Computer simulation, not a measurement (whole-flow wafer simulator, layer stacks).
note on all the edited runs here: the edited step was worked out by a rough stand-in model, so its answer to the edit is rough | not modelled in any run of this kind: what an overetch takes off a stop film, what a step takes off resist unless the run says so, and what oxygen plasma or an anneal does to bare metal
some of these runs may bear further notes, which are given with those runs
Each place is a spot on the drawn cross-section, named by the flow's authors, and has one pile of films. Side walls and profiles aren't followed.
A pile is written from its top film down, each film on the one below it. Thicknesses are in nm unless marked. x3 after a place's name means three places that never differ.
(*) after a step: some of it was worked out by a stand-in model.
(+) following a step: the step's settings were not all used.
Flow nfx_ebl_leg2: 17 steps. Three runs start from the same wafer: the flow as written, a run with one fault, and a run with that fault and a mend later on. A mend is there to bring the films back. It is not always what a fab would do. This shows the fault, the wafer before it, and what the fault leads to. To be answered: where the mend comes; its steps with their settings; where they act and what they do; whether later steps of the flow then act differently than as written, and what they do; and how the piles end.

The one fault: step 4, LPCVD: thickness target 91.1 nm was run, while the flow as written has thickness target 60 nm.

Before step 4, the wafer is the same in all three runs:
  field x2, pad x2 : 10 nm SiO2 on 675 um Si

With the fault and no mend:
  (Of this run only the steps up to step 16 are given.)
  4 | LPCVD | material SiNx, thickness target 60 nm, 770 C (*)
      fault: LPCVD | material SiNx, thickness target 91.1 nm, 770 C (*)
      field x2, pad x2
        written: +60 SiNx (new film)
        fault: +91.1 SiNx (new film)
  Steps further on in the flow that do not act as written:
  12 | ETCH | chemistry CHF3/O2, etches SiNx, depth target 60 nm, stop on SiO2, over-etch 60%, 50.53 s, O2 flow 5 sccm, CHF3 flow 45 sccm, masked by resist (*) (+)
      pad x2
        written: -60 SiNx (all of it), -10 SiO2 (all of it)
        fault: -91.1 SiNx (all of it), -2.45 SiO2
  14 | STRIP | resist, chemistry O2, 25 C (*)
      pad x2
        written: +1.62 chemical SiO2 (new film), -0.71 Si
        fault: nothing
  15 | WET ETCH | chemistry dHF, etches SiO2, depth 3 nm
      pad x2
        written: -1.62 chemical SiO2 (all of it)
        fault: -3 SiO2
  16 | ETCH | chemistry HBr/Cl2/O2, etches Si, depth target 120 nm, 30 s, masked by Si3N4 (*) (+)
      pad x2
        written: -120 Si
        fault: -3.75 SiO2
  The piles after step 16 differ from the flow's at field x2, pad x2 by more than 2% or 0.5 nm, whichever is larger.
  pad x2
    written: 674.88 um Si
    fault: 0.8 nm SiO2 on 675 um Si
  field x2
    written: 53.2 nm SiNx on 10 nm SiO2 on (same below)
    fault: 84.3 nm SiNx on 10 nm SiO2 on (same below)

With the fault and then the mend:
  The mend stands after step 5.
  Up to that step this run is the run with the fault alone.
  5a | ETCH | chemistry h3po4, depth target 31.1 nm
      field x2, pad x2
        -31.1 SiNx
  Later steps of the flow that are run all act as written at every place that is followed.
  At every place that both follow, the piles at the end match the flow's.
